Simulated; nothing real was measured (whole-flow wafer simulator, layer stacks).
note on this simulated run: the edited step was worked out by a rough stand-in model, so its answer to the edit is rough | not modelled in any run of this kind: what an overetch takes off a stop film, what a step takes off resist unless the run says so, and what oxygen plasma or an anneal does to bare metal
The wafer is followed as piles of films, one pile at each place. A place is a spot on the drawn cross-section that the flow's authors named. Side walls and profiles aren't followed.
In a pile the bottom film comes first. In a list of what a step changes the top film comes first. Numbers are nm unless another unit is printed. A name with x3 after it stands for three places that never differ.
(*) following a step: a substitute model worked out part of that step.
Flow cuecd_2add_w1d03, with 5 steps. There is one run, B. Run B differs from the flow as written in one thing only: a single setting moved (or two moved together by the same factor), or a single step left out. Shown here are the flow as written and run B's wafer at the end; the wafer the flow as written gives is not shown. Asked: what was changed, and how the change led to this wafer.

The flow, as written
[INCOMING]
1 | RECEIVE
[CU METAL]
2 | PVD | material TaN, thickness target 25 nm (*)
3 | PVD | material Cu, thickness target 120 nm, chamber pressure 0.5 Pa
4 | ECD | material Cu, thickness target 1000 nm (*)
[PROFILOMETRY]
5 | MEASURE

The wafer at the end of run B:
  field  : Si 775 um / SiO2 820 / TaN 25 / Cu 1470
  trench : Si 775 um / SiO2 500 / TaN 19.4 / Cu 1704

Cause: step 4, ECD: thickness target 1350 nm was run, though the flow has thickness target 1000 nm.

The path from the change to this, step by step:
  4 | ECD | material Cu, thickness target 1000 nm (*)
      field: +1350 Cu (as written it would have been: +1000 Cu)
      trench: +1610.5 Cu (as written it would have been: +1226.8 Cu)
